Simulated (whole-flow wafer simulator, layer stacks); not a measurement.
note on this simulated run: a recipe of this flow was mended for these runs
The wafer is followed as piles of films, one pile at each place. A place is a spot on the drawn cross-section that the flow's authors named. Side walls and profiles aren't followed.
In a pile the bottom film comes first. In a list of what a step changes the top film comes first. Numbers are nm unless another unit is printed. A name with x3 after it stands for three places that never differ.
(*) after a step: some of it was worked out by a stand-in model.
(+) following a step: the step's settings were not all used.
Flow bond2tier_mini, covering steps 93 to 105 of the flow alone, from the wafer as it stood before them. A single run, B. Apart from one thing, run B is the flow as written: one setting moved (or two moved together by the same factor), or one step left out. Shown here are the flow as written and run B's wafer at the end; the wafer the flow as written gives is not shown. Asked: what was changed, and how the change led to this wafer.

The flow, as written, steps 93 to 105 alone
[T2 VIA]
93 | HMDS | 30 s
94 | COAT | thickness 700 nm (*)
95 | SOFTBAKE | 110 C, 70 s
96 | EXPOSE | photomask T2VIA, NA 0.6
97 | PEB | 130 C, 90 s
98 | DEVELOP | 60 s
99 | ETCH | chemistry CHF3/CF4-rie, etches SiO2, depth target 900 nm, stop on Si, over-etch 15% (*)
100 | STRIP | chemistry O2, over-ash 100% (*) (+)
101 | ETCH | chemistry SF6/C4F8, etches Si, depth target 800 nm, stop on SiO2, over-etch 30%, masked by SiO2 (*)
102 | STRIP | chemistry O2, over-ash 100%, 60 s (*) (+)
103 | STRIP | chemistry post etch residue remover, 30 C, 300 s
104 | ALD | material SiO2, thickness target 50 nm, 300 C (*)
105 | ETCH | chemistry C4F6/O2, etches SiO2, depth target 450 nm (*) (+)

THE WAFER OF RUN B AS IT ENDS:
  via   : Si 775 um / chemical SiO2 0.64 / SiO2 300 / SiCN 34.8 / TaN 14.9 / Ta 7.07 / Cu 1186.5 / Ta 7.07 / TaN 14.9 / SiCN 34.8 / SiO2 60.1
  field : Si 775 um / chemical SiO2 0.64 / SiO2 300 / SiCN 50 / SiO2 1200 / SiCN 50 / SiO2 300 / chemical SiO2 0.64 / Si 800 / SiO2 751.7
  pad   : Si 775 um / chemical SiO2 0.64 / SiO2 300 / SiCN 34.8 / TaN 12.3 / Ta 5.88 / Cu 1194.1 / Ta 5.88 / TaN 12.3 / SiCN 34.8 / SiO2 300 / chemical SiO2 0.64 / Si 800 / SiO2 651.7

The reason: step 105, ETCH: depth target 288 nm was run, whereas the flow has depth target 450 nm.

The path from the change to this, step by step:
  105 | ETCH | chemistry C4F6/O2, etches SiO2, depth target 450 nm (*) (+)
      via: -288 SiO2 (in the flow as written it would be: -348.1 SiO2 (all of it), -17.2 SiCN)
      field, pad: -288 SiO2 (in the flow as written it would be: -450 SiO2)
